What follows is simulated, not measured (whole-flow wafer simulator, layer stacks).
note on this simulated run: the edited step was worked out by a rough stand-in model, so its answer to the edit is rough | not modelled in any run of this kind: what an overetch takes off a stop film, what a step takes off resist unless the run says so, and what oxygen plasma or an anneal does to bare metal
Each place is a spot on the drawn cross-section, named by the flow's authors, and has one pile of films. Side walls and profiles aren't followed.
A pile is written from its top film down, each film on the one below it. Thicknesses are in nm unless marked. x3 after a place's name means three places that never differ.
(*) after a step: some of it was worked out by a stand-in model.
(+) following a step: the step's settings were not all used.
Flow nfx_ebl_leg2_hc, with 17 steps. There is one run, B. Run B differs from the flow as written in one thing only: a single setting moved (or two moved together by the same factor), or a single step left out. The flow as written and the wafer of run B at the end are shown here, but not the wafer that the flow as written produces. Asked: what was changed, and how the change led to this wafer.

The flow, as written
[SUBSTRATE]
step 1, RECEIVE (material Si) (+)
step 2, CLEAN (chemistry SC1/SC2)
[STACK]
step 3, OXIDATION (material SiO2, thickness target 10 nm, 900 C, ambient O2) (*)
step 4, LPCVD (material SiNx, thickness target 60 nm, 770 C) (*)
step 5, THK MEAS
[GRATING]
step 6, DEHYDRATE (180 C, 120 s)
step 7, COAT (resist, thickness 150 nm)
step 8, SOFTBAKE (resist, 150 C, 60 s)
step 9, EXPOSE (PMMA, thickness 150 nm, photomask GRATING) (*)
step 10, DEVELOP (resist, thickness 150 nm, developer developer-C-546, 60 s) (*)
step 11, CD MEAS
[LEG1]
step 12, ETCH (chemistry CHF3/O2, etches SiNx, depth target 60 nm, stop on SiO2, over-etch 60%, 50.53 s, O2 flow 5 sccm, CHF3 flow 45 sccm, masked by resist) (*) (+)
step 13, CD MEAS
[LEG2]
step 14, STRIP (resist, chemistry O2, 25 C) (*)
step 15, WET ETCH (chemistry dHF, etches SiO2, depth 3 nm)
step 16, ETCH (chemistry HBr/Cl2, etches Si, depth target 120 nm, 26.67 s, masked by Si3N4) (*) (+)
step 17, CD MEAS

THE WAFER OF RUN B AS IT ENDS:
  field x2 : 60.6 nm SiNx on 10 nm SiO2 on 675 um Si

Cause: step 4, LPCVD: thickness target 72 nm was run, though the flow has thickness target 60 nm.

The path from the change to this, step by step:
  step 4, LPCVD (material SiNx, thickness target 60 nm, 770 C) (*)
      field x2, pad x2: +72 SiNx (new film) (it would be, as written: +60 SiNx (new film))
  step 12, ETCH (chemistry CHF3/O2, etches SiNx, depth target 60 nm, stop on SiO2, over-etch 60%, 50.53 s, O2 flow 5 sccm, CHF3 flow 45 sccm, masked by resist) (*) (+)
      pad x2: -72 SiNx (all of it), -10 SiO2 (all of it) (it would be, as written: -60 SiNx (all of it), -10 SiO2 (all of it))
